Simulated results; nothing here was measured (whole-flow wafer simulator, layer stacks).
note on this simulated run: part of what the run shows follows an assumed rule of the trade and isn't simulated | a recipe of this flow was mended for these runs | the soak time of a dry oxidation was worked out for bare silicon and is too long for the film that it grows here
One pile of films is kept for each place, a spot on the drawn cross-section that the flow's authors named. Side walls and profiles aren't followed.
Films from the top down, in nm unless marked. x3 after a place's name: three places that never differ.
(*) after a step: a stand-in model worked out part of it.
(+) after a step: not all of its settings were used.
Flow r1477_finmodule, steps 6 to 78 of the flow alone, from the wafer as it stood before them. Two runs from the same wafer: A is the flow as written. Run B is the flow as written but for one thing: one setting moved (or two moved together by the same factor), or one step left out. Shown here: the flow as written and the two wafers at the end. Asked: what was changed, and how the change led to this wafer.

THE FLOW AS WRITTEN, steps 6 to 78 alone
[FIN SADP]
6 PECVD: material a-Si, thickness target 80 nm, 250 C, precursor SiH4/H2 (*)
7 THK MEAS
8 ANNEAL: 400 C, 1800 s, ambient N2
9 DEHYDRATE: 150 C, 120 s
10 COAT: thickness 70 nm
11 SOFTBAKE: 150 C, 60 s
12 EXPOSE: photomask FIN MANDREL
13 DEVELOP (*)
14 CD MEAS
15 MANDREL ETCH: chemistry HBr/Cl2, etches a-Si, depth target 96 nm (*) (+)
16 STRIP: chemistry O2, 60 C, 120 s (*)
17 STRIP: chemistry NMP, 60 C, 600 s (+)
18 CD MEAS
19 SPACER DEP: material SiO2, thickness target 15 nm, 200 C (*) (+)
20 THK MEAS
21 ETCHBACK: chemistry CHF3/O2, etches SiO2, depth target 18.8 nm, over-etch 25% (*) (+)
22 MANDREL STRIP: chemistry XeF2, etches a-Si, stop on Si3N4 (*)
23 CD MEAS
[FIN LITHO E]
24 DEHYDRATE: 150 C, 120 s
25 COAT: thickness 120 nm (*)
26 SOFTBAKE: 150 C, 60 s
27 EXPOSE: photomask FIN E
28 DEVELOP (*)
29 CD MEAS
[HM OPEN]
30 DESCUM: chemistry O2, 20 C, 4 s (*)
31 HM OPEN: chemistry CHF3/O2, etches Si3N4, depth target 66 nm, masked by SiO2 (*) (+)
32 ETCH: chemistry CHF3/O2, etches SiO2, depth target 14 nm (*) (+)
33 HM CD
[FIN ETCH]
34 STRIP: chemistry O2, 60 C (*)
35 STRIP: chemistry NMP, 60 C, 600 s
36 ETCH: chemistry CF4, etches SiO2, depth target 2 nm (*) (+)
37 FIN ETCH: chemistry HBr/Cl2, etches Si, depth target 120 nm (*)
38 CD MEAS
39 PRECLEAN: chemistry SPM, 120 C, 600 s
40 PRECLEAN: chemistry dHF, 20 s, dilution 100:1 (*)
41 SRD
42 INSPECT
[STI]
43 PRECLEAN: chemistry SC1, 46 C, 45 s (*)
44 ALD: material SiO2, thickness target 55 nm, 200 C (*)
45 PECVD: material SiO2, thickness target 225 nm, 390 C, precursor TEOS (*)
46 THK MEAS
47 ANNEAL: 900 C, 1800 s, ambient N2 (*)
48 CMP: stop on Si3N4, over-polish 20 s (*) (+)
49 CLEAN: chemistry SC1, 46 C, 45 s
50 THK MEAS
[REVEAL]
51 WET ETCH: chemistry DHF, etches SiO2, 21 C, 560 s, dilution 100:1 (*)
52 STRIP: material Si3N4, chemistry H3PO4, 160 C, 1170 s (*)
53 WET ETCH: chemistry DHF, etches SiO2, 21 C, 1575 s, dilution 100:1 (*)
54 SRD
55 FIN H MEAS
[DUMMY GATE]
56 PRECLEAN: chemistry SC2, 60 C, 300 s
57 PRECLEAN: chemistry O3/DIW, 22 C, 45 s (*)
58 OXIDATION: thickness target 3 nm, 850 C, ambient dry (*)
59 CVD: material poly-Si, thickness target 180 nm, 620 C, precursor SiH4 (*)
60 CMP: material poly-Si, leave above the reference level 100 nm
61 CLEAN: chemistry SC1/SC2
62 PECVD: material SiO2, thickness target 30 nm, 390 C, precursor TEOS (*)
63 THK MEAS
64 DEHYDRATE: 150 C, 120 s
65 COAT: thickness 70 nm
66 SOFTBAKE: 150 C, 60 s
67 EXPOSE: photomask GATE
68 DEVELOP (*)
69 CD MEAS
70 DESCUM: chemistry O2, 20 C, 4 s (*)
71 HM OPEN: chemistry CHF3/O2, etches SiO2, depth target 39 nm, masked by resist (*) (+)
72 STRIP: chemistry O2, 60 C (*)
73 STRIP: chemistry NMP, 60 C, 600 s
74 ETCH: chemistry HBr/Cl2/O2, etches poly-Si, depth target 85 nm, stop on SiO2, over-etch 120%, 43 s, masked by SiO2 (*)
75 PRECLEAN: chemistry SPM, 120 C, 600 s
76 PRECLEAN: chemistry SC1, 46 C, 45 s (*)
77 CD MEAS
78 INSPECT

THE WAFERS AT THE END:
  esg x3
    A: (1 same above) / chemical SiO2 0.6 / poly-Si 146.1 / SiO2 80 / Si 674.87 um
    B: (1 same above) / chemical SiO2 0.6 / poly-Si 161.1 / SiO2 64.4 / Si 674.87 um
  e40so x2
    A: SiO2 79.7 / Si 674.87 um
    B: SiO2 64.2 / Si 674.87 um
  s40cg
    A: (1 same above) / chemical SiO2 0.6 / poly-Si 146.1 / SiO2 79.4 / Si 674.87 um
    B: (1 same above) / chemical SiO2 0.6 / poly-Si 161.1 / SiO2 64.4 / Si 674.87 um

The cause: step 15, MANDREL ETCH: depth target 65 nm was run, where the flow has depth target 96 nm.

How the change led to this, step by step:
  15 MANDREL ETCH: chemistry HBr/Cl2, etches a-Si, depth target 96 nm (*) (+)
      pad, padg, elg x4 and 24 more: A a-Si -80 (all of it), Si3N4 -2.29 | B a-Si -65
      s40cg, s45cg, s50cg, s40co, s45co, s50co: A e-beam-resist -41 | B e-beam-resist -29.1
  16 STRIP: chemistry O2, 60 C, 120 s (*)
      pad, padg, elg x4 and 24 more: A nothing | B chemical SiO2 +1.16 (new film), a-Si -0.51
      s40cg, s45cg, s50cg, s40co, s45co, s50co: A chemical SiO2 +0.89 (new film), e-beam-resist -29 (all of it), a-Si -0.39 | B chemical SiO2 +0.63 (new film), e-beam-resist -40.9 (all of it), a-Si -0.28
  21 ETCHBACK: chemistry CHF3/O2, etches SiO2, depth target 18.8 nm, over-etch 25% (*) (+)
      pad, padg, elg x4 and 18 more: A SiO2 -15 (all of it), Si3N4 -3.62 | B SiO2 -15 (all of it), chemical SiO2 -1.16 (all of it), a-Si -0.53
  22 MANDREL STRIP: chemistry XeF2, etches a-Si, stop on Si3N4 (*)
      pad, padg, elg x4 and 18 more: A nothing | B a-Si -14 (all of it)
      s40sg_line, s45sg_line, s50sg_line, s40so_line, s45so_line, s50so_line: A nothing | B under 1 film: chemical SiO2 -1.16 (all of it), a-Si -14.5 (all of it)
  25 COAT: thickness 120 nm (*)
      s40cg, s40co: A e-beam-resist +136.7 (new film) | B e-beam-resist +123.8 (new film)
      s40sg, s40so: A e-beam-resist +142.6 (new film) | B e-beam-resist +123.8 (new film)
      (and at 14 more places)
  28 DEVELOP (*)
      s40cg, s40co: A e-beam-resist -136.7 (all of it) | B e-beam-resist -123.8 (all of it)
      s40sg, s40so: A e-beam-resist -142.6 (all of it) | B e-beam-resist -123.8 (all of it)
      (and at 14 more places)
  31 HM OPEN: chemistry CHF3/O2, etches Si3N4, depth target 66 nm, masked by SiO2 (*) (+)
      s40sg_line, s45sg_line, s50sg_line, s40so_line, s45so_line, s50so_line: A SiO2 -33 | B SiO2 -15 (all of it), Si3N4 -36
      pad, padg, esg x3 and 11 more: A Si3N4 -54.1 (all of it), SiO2 -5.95 | B Si3N4 -60 (all of it), SiO2 -3
  32 ETCH: chemistry CHF3/O2, etches SiO2, depth target 14 nm (*) (+)
      s40sg_line, s45sg_line, s50sg_line, s40so_line, s45so_line, s50so_line: A SiO2 -14 | B Si3N4 -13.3
      pad, padg, esg x3 and 11 more: A SiO2 -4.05 (all of it), Si -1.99 | B SiO2 -7 (all of it), Si -1.4
  36 ETCH: chemistry CF4, etches SiO2, depth target 2 nm (*) (+)
      elg x4, elo x4: A Si3N4 -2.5 | B nothing
      s40sg_line, s45sg_line, s50sg_line, s40so_line, s45so_line, s50so_line: A SiO2 -2 | B nothing
  37 FIN ETCH: chemistry HBr/Cl2, etches Si, depth target 120 nm (*)
      s40sg_line, s45sg_line, s50sg_line, s40so_line, s45so_line, s50so_line: A SiO2 -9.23 | B Si3N4 -10.7 (all of it), SiO2 -3.47
  40 PRECLEAN: chemistry dHF, 20 s, dilution 100:1 (*)
      s40sg_line, s45sg_line, s50sg_line, s40so_line, s45so_line, s50so_line: A SiO2 -3.61 | B SiO2 -0.87
  44 ALD: material SiO2, thickness target 55 nm, 200 C (*)
      esg x3, e200sg, eso, e40so x2, e200so: A SiO2 +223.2 (new film) | B SiO2 +231 (new film)
      s40cg, s45cg, s50cg, s40co, s45co, s50co: A SiO2 +263.2 (new film) | B SiO2 +184 (new film)
      (and at 6 more places)
  48 CMP: stop on Si3N4, over-polish 20 s (*) (+)
      elg x4, elo x4: A SiO2 -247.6 | B SiO2 -269.9 (all of it), Si3N4 -1.12
      s40sg_line, s45sg_line, s50sg_line, s40so_line, s45so_line, s50so_line: A SiO2 -287 (all of it), Si3N4 -1.12 | B SiO2 -223.9
      (and at 22 more places)
  51 WET ETCH: chemistry DHF, etches SiO2, 21 C, 560 s, dilution 100:1 (*)
      elg x4, elo x4: A SiO2 -22.3 (all of it), Si3N4 -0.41 | B Si3N4 -1.52
      s40sg_line, s45sg_line, s50sg_line, s40so_line, s45so_line, s50so_line: A Si3N4 -1.52 | B SiO2 -28.1
  52 STRIP: material Si3N4, chemistry H3PO4, 160 C, 1170 s (*)
      s40sg_line, s45sg_line, s50sg_line, s40so_line, s45so_line, s50so_line: A Si3N4 -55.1 (all of it), SiO2 -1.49 | B SiO2 -4.28
      elg x4, elo x4: A Si3N4 -33.9 (all of it), SiO2 -2.15 | B Si3N4 -40 (all of it), SiO2 -1.96
  53 WET ETCH: chemistry DHF, etches SiO2, 21 C, 1575 s, dilution 100:1 (*)
      s40sg_line, s45sg_line, s50sg_line, s40so_line, s45so_line, s50so_line: A SiO2 -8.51 (all of it) | B SiO2 -19.1 (all of it)
  ... 2 more steps ...
  74 ETCH: chemistry HBr/Cl2/O2, etches poly-Si, depth target 85 nm, stop on SiO2, over-etch 120%, 43 s, masked by SiO2 (*)
      e40so x2, e200so, s40co, s40so, s45co, s45so, s50co, s50so: A chemical SiO2 -1.12 (all of it), poly-Si -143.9 (all of it), SiO2 -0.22 | B chemical SiO2 -1.12 (all of it), poly-Si -158.9 (all of it), SiO2 -0.14
      pad: A chemical SiO2 -1.12 (all of it), poly-Si -152.8 (all of it), SiO2 -0.17 | B chemical SiO2 -1.12 (all of it), poly-Si -167.8 (all of it), SiO2 -0.1
      (and at 1 more place)
